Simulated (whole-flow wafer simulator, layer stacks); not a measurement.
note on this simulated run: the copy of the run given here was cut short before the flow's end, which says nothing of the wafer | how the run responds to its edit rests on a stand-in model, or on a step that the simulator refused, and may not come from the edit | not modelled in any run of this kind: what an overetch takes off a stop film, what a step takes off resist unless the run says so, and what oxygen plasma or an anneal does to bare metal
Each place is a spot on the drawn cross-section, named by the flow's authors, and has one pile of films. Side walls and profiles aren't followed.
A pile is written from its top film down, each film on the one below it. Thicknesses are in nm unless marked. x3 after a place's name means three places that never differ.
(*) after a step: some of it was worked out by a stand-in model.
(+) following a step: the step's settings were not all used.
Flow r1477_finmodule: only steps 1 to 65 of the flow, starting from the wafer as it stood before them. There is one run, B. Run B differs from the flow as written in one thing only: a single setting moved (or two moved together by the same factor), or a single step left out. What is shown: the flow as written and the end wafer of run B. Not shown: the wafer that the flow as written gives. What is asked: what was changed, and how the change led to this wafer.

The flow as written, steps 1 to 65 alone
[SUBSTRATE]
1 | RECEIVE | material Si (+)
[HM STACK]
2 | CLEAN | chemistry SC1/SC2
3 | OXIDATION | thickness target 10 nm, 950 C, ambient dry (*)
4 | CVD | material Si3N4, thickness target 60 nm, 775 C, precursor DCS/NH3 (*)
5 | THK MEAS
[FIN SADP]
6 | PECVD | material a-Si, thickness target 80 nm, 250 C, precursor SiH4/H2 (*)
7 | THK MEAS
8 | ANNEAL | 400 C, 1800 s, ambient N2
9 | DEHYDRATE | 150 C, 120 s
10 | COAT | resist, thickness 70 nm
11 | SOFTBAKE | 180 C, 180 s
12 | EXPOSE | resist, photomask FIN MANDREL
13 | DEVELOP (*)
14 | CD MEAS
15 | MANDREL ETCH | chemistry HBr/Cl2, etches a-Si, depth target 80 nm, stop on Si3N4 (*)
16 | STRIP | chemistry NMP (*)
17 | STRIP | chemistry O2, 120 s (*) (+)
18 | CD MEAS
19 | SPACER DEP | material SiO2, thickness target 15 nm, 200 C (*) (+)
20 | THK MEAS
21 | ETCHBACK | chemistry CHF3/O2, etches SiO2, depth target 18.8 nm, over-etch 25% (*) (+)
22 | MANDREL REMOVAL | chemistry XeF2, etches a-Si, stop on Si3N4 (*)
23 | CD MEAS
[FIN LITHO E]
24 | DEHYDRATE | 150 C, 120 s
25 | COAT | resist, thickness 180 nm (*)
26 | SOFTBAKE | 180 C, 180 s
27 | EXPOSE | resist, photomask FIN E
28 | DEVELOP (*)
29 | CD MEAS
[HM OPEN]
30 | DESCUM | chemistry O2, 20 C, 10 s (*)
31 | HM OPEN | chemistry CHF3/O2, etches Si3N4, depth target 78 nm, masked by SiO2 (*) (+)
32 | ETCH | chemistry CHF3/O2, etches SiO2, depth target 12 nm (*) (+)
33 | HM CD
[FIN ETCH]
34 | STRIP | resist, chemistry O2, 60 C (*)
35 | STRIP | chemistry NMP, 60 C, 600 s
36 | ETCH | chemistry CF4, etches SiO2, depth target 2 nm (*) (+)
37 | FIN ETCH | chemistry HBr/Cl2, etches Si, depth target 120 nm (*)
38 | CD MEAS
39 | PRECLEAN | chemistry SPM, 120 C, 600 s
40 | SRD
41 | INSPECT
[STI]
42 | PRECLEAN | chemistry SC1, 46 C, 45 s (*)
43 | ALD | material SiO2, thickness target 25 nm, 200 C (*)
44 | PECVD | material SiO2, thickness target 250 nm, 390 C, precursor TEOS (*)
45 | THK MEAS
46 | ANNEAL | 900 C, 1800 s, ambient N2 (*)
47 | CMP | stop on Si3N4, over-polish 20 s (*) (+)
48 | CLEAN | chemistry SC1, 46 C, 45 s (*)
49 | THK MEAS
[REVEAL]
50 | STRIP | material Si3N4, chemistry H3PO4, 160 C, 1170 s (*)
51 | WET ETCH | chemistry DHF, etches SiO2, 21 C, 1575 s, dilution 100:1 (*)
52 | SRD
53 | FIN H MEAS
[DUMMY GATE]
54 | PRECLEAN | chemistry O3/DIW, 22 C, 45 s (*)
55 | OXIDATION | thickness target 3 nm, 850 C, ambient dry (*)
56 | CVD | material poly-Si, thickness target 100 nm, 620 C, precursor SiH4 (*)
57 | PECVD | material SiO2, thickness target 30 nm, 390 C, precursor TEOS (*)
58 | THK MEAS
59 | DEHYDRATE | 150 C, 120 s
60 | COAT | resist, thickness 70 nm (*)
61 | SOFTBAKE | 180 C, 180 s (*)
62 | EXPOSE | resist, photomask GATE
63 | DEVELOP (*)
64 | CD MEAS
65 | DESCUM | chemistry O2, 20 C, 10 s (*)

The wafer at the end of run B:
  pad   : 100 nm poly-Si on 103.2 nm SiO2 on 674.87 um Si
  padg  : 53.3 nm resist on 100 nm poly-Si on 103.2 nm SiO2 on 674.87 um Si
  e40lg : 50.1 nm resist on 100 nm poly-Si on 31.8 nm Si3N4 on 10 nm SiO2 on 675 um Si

What caused this: step 57, PECVD: material SiO2, thickness target 30 nm, 390 C, precursor TEOS (*), was skipped.

How this came from the change, step by step:
  (no step that both runs have acts differently by more than 2% or 0.5 nm, whichever is larger)
